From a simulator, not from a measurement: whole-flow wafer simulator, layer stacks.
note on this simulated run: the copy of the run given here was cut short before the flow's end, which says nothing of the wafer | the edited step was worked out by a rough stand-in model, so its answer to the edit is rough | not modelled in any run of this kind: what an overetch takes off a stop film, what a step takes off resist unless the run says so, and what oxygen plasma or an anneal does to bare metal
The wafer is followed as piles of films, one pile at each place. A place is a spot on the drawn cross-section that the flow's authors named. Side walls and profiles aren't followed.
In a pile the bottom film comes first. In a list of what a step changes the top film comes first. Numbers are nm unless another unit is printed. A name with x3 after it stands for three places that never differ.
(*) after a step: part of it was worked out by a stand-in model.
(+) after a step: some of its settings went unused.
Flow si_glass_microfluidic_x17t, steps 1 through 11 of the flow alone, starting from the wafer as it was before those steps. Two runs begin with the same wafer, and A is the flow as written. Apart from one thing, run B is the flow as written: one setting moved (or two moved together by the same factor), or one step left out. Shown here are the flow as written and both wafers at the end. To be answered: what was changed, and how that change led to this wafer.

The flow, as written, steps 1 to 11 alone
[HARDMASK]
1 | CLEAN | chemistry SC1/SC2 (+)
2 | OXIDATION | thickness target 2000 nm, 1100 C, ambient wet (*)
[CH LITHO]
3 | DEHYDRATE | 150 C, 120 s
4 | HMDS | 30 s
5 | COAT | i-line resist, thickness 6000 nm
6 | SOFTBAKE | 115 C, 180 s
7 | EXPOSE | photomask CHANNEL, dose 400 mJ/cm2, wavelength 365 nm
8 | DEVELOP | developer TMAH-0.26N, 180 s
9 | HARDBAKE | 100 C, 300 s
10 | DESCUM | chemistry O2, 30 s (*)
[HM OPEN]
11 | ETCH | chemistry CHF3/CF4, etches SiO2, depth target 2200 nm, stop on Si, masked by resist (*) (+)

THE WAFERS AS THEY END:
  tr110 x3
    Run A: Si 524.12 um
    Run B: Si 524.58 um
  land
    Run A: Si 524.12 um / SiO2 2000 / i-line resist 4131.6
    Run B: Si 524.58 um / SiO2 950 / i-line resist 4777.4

The reason: step 2, OXIDATION: thickness target 950 nm was run, while the flow as written has thickness target 2000 nm.
One can read it off the wafer: land has SiO2 950, and step 2 as written asks for 2000 nm.

How this came from the change, step by step:
  2 | OXIDATION | thickness target 2000 nm, 1100 C, ambient wet (*)
      land, tr110 x3: A +2000 SiO2 (new film), -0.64 chemical SiO2 (all of it), -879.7 Si | B +950 SiO2 (new film), -0.64 chemical SiO2 (all of it), -417.7 Si
  11 | ETCH | chemistry CHF3/CF4, etches SiO2, depth target 2200 nm, stop on Si, masked by resist (*) (+)
      tr110 x3: A -2000 SiO2 (all of it) | B -950 SiO2 (all of it)
      land: A -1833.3 i-line resist | B -1187.5 i-line resist
